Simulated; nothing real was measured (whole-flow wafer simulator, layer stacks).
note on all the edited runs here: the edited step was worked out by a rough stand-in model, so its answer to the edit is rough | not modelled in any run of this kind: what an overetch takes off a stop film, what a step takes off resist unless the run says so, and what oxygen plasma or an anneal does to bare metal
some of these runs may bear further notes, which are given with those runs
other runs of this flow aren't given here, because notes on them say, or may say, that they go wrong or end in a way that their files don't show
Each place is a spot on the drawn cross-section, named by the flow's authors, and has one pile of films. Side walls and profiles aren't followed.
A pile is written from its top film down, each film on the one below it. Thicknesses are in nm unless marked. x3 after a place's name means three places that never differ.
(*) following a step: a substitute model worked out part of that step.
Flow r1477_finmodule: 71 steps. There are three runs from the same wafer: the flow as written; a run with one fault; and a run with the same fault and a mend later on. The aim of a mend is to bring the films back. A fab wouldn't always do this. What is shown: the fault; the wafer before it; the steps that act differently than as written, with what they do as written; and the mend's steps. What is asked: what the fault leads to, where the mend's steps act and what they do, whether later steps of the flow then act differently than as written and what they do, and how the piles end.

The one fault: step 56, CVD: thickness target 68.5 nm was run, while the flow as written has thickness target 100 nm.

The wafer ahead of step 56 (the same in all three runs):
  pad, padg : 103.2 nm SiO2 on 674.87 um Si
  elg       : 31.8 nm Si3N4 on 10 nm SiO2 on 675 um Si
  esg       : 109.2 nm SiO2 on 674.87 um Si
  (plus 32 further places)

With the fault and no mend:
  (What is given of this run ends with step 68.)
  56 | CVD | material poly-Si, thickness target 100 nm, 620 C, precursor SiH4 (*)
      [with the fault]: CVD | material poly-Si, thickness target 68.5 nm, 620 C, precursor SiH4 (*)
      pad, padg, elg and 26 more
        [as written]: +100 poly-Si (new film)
        [with the fault]: +68.5 poly-Si (new film)
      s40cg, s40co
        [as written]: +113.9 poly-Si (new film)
        [with the fault]: +81.5 poly-Si (new film)
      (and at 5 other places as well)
  Steps further on in the flow that do not act as written (2 other steps are not shown; they differ only slightly, by no more than 2% or 0.5 nm, whichever is larger):
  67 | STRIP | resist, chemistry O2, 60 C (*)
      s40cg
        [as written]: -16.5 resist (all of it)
        [with the fault]: -17.3 resist (all of it)
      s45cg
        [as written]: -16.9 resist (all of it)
        [with the fault]: -18 resist (all of it)
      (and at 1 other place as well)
  After step 68, at pad, padg, elg and 33 more, the piles differ from the flow's by more than 2% or 0.5 nm, whichever is larger.
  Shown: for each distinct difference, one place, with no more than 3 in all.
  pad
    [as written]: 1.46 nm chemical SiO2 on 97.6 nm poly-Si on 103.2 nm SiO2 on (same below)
    [with the fault]: 1.46 nm chemical SiO2 on 66.1 nm poly-Si on 103.2 nm SiO2 on (same below)
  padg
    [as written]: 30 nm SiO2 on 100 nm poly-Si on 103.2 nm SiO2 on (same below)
    [with the fault]: 30 nm SiO2 on 68.5 nm poly-Si on 103.2 nm SiO2 on (same below)
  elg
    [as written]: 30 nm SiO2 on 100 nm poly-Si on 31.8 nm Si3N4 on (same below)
    [with the fault]: 30 nm SiO2 on 68.5 nm poly-Si on 31.8 nm Si3N4 on (same below)

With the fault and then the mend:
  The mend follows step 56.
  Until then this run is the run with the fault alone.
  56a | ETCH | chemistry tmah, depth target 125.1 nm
      pad, padg, elg and 26 more
        -68.5 poly-Si (all of it)
      s40cg, s40co
        -81.5 poly-Si (all of it)
      s45cg, s45co
        -80.6 poly-Si (all of it)
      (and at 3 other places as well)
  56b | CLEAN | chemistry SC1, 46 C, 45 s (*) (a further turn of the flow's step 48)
      s40sg_line, s45sg_line, s50sg_line, s40so_line, s45so_line, s50so_line
        -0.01 SiO2
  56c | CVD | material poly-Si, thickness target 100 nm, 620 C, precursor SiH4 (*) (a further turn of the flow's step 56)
      pad, padg, elg and 26 more
        +100 poly-Si (new film)
      s40cg, s40co
        +113.9 poly-Si (new film)
      s45cg, s45co
        +113.4 poly-Si (new film)
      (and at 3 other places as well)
  Every later step of the flow that is run acts as written, at every place that is followed, to within 2% or 0.5 nm, whichever is larger.
  The piles end only slightly different from the flow's at the places that both follow, by no more than 2% or 0.5 nm, whichever is larger.
